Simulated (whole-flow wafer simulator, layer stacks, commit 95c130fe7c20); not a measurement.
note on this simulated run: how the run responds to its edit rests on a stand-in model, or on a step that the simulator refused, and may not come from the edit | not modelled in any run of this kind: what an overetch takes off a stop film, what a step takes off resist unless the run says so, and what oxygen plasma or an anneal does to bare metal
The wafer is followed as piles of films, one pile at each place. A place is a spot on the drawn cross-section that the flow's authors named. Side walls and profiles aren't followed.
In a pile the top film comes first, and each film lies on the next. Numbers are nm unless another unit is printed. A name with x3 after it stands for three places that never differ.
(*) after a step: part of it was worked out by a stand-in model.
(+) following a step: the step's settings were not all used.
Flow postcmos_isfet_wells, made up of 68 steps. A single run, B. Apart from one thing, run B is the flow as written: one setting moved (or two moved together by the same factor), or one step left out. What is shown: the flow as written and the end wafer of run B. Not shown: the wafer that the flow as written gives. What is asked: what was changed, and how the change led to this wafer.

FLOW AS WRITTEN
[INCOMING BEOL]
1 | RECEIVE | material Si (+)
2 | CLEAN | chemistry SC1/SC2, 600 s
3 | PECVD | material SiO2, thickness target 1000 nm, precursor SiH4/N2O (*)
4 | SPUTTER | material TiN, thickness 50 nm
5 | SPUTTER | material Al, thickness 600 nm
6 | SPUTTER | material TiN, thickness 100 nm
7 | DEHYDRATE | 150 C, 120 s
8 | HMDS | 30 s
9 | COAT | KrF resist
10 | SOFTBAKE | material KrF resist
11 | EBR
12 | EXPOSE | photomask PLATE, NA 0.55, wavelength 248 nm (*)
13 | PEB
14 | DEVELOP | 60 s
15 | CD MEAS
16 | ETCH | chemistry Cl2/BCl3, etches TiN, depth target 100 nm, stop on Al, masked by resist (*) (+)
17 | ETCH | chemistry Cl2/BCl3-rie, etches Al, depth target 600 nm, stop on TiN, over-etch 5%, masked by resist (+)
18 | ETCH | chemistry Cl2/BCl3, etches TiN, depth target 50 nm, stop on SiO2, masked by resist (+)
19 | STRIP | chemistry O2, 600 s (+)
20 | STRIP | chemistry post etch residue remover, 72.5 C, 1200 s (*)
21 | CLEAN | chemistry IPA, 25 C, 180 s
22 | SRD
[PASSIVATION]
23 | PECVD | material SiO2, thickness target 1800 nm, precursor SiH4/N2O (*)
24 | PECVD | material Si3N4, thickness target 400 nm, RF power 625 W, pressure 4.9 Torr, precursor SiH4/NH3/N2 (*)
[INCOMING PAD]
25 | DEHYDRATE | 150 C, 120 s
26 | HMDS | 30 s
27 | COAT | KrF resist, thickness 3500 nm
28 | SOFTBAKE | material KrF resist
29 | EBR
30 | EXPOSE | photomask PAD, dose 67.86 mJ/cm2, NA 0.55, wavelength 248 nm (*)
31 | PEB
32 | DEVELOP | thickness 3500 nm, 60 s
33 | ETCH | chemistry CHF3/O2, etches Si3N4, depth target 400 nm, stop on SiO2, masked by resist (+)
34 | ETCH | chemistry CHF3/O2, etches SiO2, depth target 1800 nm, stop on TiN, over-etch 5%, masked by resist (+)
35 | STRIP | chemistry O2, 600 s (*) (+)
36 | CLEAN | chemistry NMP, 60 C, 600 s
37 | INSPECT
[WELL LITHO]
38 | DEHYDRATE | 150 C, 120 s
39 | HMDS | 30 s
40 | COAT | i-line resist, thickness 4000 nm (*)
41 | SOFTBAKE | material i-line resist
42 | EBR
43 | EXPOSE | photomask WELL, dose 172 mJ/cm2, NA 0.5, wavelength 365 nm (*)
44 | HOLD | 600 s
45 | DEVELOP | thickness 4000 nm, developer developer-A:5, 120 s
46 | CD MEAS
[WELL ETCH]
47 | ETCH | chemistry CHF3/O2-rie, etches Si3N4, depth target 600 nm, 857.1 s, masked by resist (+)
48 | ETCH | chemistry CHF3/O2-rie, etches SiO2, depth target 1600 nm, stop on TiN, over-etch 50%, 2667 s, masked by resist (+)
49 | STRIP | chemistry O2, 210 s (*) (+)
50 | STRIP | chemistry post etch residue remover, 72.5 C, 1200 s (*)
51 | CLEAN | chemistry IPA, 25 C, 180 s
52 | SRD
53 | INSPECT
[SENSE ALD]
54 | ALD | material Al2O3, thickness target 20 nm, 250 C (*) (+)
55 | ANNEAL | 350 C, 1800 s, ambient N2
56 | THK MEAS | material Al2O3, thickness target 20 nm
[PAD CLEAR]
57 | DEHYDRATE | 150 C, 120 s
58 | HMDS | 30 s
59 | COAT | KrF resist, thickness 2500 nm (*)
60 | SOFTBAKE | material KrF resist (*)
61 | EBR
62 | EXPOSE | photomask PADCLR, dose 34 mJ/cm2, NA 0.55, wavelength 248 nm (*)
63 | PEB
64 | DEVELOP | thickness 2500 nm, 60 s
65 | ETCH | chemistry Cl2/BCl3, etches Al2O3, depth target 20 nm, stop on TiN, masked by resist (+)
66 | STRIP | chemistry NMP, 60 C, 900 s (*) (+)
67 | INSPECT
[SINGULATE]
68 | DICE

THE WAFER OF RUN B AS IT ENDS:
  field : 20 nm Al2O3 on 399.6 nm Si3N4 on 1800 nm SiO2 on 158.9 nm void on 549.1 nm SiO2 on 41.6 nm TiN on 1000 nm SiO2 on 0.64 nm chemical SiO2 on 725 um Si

What caused this: step 17, ETCH: depth target 500 nm was run, while the flow as written has depth target 600 nm.

How this came from the change, step by step:
  17 | ETCH | chemistry Cl2/BCl3-rie, etches Al, depth target 600 nm, stop on TiN, over-etch 5%, masked by resist (+)
      field: Al loses 500 (it would be, as written: Al loses 600 (all of it))
      margin, well900, well1300, well2000, well3000, pad_rim, pad_clr, pad_open: KrF resist loses 250 (it would be, as written: KrF resist loses 300)
  18 | ETCH | chemistry Cl2/BCl3, etches TiN, depth target 50 nm, stop on SiO2, masked by resist (+)
      field: Al loses 100 (all of it), TiN loses 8 (it would be, as written: TiN loses 50 (all of it))
  19 | STRIP | chemistry O2, 600 s (+)
      margin, well900, well1300, well2000, well3000, pad_rim, pad_clr, pad_open: KrF resist loses 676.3 (all of it) (it would be, as written: KrF resist loses 626.3 (all of it))
  23 | PECVD | material SiO2, thickness target 1800 nm, precursor SiH4/N2O (*)
      field: SiO2 gains 1800 (new film), void gains 158.9 (new film), SiO2 gains 549.1 (new film) (it would be, as written: SiO2 gains 1800 (new film), void gains 189.9 (new film), SiO2 gains 559.7)
With metal films that touch counted as one body, field has 1 body; the flow as written gives 0 bodies.
